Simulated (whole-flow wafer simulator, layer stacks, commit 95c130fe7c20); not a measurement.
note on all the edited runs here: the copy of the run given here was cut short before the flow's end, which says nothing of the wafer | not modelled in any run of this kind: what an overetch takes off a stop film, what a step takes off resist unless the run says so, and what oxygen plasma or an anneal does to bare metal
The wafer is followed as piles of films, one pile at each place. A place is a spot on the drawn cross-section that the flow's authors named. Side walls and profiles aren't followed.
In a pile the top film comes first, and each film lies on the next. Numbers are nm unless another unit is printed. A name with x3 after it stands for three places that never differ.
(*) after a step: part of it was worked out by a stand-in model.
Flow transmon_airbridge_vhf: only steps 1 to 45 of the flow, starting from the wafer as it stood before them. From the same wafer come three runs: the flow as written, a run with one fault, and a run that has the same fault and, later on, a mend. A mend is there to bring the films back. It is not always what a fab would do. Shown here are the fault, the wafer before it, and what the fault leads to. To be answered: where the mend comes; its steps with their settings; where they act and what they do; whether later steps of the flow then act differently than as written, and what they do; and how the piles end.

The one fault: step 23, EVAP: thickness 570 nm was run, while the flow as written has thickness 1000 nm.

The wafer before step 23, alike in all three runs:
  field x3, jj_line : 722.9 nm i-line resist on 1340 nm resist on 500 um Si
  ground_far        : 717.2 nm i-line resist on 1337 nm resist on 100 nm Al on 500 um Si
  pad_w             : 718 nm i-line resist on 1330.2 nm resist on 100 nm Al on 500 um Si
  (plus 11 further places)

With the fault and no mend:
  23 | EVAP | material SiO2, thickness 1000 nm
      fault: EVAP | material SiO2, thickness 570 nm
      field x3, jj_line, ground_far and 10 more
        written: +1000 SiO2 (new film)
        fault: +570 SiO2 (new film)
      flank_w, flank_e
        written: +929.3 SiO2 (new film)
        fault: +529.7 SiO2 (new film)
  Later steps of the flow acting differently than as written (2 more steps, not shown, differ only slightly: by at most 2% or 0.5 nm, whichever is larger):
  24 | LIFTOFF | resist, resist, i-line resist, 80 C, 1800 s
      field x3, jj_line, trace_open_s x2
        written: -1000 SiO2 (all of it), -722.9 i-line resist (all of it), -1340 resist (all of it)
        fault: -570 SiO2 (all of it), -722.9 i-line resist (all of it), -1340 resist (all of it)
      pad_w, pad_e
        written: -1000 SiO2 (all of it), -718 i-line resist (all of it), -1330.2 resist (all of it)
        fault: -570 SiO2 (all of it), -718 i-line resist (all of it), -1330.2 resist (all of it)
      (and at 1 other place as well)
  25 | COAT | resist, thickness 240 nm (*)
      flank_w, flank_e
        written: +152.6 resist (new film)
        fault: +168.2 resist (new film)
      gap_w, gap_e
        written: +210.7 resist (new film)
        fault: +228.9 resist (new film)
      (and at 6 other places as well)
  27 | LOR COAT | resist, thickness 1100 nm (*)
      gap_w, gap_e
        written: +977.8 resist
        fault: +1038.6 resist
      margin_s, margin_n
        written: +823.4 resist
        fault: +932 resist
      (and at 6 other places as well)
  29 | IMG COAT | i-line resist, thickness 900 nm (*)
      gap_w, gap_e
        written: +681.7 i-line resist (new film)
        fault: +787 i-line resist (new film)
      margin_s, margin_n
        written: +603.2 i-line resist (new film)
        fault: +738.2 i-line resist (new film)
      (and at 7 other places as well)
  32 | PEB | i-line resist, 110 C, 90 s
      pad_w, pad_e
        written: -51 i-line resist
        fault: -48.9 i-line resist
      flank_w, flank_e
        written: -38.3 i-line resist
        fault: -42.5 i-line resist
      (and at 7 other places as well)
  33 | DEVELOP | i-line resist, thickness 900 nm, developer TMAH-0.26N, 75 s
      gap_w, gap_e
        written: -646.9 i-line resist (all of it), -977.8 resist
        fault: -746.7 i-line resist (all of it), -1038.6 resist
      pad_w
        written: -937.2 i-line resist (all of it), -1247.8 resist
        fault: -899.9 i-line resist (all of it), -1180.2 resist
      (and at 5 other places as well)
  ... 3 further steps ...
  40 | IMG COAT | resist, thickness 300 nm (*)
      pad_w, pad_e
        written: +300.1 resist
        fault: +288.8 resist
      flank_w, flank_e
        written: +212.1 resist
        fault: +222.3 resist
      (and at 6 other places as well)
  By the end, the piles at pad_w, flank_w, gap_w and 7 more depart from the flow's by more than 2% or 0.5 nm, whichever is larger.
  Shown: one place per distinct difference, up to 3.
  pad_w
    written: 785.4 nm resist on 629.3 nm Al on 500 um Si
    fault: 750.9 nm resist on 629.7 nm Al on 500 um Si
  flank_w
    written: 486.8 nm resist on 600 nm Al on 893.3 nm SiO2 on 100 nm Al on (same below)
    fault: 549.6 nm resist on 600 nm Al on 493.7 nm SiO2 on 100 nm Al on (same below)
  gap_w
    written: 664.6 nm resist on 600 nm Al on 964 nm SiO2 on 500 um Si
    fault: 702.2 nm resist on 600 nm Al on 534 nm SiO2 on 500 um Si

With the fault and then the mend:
  The mend follows step 23.
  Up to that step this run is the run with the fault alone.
  23a | EVAP | material SiO2, thickness 430 nm (the flow's step 23 again, with other settings)
      field x3, jj_line, ground_far and 10 more
        +430 SiO2
      flank_w, flank_e
        +400.1 SiO2
  Every later step of the flow that is run acts as written, at every place that is followed, to within 2% or 0.5 nm, whichever is larger.
  When the end is reached, the piles differ only a little from the flow's at the places that both follow, at most by 2% or 0.5 nm, whichever is larger.
